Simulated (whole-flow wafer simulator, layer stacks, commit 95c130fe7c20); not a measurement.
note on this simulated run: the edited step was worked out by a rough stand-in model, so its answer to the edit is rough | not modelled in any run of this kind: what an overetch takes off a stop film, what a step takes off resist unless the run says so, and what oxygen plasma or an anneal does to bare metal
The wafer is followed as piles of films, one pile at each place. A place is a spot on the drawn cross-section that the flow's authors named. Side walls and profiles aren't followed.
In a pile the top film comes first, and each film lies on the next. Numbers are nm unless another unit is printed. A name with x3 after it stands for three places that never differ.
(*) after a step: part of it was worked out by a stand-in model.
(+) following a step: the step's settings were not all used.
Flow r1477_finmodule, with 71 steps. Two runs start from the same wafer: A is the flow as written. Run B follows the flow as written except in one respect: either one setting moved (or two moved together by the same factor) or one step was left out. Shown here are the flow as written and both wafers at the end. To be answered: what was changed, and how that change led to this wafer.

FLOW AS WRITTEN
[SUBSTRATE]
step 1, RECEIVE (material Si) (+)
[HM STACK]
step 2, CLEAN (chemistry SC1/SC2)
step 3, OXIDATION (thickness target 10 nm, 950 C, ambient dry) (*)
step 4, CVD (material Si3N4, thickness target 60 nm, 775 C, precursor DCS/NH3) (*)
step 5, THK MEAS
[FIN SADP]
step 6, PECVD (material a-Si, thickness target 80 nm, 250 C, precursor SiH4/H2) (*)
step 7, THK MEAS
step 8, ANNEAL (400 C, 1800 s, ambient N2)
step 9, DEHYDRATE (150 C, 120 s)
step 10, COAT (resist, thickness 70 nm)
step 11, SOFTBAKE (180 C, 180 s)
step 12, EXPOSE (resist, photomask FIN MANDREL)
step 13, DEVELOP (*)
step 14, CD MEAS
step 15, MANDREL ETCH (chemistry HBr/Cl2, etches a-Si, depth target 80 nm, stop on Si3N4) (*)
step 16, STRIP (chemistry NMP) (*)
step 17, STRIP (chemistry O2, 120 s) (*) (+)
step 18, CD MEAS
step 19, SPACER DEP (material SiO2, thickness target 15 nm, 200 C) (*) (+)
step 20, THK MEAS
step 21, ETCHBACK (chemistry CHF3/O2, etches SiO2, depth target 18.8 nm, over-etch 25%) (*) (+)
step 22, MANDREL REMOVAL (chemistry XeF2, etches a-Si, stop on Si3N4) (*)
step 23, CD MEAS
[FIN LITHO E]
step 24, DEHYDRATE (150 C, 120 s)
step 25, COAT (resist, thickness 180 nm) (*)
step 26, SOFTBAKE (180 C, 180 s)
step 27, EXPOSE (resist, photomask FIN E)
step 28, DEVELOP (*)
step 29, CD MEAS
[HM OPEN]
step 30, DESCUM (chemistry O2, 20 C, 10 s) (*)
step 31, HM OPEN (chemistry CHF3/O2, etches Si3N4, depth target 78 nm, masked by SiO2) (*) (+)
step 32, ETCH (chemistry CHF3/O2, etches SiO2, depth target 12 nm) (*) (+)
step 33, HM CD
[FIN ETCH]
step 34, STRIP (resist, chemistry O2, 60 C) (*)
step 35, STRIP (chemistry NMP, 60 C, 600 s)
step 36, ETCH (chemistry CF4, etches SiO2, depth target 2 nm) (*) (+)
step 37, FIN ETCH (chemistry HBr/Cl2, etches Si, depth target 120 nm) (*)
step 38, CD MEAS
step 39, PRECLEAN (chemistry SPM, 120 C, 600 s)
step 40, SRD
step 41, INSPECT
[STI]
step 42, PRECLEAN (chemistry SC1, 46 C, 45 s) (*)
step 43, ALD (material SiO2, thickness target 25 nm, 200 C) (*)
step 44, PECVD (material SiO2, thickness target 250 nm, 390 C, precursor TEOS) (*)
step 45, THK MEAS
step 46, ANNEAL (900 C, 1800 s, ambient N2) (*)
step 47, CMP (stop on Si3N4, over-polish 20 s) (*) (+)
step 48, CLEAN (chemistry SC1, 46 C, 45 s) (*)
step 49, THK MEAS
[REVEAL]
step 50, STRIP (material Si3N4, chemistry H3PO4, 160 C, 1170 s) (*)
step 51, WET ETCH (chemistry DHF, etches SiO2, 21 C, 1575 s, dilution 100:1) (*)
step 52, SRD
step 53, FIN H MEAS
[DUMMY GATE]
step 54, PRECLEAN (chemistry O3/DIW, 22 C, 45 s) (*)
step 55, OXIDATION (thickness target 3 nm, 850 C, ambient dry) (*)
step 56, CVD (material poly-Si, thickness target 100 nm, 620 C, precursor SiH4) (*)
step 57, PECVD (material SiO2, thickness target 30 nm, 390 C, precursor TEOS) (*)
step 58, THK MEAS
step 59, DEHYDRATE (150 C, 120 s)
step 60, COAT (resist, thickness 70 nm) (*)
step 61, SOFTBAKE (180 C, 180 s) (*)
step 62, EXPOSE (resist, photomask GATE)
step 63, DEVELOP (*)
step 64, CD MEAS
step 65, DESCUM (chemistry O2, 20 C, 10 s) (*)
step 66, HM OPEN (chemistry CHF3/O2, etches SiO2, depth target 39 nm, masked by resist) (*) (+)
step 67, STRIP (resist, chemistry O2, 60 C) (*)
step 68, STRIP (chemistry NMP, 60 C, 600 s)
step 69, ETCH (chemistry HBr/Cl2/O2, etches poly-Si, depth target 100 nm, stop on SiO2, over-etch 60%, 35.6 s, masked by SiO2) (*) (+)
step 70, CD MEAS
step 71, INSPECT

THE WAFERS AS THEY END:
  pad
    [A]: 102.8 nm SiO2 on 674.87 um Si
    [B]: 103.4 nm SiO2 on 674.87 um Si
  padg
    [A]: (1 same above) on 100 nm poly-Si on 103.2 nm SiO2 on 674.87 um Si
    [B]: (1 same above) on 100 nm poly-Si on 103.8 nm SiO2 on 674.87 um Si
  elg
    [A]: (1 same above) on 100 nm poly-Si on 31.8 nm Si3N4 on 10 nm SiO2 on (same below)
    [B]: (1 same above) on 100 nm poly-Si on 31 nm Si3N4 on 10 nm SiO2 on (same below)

What caused this: step 36, ETCH: depth target 2.7 nm was run, while the flow as written has depth target 2 nm.

Step by step, how the change led to this:
  step 36, ETCH (chemistry CF4, etches SiO2, depth target 2 nm) (*) (+)
      pad, padg, esg and 19 more: A -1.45 chemical SiO2 (all of it), -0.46 Si | B -1.45 chemical SiO2 (all of it), -1.04 Si
      elg, e40lg, e100lg, e200lg, elo, e40lo, e100lo, e200lo: A -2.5 Si3N4 | B -3.38 Si3N4
      (also at 6 further places)
  step 51, WET ETCH (chemistry DHF, etches SiO2, 21 C, 1575 s, dilution 100:1) (*)
      elg, e40lg, e100lg, e200lg, elo, e40lo, e100lo, e200lo: A -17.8 SiO2 (all of it), -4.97 Si3N4 | B -18.7 SiO2 (all of it), -4.9 Si3N4
